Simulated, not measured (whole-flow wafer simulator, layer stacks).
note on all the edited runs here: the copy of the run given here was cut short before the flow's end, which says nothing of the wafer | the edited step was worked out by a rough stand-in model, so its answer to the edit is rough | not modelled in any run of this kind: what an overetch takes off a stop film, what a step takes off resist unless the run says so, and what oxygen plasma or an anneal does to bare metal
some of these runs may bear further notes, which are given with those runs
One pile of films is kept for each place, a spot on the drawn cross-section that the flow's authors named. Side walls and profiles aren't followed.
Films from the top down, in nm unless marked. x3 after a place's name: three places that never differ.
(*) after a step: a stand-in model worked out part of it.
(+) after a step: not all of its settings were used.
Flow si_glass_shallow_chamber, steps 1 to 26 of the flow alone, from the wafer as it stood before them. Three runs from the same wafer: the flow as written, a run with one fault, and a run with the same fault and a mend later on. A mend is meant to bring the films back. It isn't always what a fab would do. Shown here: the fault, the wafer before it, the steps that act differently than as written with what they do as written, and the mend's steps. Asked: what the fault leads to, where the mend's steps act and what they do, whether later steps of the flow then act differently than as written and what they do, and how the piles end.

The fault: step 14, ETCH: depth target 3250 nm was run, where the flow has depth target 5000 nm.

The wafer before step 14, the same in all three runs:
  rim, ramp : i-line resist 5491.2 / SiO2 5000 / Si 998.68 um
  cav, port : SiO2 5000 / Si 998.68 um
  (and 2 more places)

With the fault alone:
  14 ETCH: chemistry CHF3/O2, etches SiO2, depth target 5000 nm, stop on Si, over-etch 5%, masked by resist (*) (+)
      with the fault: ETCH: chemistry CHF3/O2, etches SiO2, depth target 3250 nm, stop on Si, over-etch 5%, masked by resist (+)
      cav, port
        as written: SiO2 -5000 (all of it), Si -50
        with the fault: SiO2 -3412.5
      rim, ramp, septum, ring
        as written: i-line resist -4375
        with the fault: i-line resist -2843.8
  Later steps of the flow that act differently than as written:
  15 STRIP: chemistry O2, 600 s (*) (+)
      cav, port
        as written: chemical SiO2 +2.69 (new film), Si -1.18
        with the fault: nothing
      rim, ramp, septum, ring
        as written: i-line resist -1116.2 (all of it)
        with the fault: i-line resist -2647.4 (all of it)
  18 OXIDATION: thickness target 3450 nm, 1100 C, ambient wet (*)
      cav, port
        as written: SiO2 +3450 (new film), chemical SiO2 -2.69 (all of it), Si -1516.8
        with the fault: SiO2 +2239.2, Si -985.2
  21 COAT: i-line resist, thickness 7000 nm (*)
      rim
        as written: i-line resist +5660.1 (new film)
        with the fault: i-line resist +5993 (new film)
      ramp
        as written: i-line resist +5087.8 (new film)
        with the fault: i-line resist +5551.6 (new film)
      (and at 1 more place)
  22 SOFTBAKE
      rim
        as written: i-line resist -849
        with the fault: i-line resist -663.1
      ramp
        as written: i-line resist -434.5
        with the fault: i-line resist -316
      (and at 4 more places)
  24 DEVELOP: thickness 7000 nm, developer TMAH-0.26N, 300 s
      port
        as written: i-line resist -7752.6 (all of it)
        with the fault: i-line resist -7592.7 (all of it)
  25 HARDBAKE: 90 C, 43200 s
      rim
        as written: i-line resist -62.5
        with the fault: i-line resist -81.6
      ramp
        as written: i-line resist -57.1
        with the fault: i-line resist -78
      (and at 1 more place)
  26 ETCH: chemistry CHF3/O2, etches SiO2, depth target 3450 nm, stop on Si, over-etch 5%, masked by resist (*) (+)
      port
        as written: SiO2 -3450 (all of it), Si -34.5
        with the fault: SiO2 -3622.5
  At the end the piles differ from the flow's by more than 2% or 0.5 nm, whichever is larger, at rim, ramp, cav, port.
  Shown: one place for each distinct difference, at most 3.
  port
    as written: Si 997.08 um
    with the fault: SiO2 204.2 / Si 997.7 um
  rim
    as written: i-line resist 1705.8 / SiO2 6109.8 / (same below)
    with the fault: i-line resist 2205.5 / SiO2 6109.8 / (same below)
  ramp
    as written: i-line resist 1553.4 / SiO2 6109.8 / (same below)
    with the fault: i-line resist 2114.8 / SiO2 6109.8 / (same below)

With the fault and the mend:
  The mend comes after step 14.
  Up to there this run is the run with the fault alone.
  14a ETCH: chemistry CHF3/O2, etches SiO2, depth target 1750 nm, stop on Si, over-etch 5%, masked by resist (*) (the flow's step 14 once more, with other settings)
      rim, ramp, septum, ring
        i-line resist -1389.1
      cav, port
        SiO2 -1587.5 (all of it), Si -50
  Later steps of the flow that act differently than as written:
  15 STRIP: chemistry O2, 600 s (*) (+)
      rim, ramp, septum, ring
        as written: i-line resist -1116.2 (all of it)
        with the mend: i-line resist -1258.3 (all of it)
  At the end the piles are the same as the flow's at every place that both follow.
